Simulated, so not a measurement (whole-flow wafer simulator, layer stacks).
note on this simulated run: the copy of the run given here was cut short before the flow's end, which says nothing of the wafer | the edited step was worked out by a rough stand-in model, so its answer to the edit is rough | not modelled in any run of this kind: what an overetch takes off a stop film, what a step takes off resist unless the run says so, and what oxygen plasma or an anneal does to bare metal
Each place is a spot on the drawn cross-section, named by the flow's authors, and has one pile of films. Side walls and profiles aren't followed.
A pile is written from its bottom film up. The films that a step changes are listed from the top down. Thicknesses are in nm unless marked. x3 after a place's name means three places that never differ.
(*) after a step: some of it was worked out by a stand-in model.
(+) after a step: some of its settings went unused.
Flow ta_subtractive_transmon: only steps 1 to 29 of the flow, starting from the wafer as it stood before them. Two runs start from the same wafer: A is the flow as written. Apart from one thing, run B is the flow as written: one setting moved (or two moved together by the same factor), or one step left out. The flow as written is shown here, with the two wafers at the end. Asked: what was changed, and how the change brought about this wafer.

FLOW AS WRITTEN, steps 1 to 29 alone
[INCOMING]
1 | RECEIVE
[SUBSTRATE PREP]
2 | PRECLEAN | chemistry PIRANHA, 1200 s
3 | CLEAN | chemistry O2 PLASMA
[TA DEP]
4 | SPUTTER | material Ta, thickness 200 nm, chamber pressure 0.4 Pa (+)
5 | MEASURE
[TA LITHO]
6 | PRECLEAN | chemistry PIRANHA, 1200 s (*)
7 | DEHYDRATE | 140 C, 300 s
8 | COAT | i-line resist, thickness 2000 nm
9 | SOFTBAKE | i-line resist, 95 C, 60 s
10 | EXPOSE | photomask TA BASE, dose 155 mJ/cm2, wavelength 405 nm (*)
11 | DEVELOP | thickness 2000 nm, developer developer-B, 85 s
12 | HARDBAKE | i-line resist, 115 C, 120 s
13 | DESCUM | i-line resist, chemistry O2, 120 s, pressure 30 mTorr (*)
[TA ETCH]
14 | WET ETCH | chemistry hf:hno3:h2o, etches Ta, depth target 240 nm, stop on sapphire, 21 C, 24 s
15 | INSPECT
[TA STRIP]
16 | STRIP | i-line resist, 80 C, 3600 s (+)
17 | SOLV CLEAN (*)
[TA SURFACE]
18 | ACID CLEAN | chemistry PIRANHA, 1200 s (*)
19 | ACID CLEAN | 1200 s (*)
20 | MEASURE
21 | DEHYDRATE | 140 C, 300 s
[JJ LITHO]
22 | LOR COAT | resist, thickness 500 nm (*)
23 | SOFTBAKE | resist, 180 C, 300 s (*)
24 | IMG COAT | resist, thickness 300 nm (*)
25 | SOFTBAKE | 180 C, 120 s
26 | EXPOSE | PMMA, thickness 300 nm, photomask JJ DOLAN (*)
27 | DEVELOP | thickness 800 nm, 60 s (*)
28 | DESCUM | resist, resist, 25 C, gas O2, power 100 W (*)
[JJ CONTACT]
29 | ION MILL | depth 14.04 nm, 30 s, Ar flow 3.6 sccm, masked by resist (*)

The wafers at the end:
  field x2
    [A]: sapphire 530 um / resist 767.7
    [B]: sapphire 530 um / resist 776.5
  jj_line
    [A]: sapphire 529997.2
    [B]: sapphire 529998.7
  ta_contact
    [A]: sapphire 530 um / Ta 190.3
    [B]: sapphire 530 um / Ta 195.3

What caused this: step 29, ION MILL: 14.2 s was run, though the flow has 30 s.

Step by step, how the change led to this:
  29 | ION MILL | depth 14.04 nm, 30 s, Ar flow 3.6 sccm, masked by resist (*)
      field x2, ta_pad: A resist loses 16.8 | B resist loses 7.95
      jj_line, lead: A sapphire loses 2.8 | B sapphire loses 1.32
      (also at 1 further place)
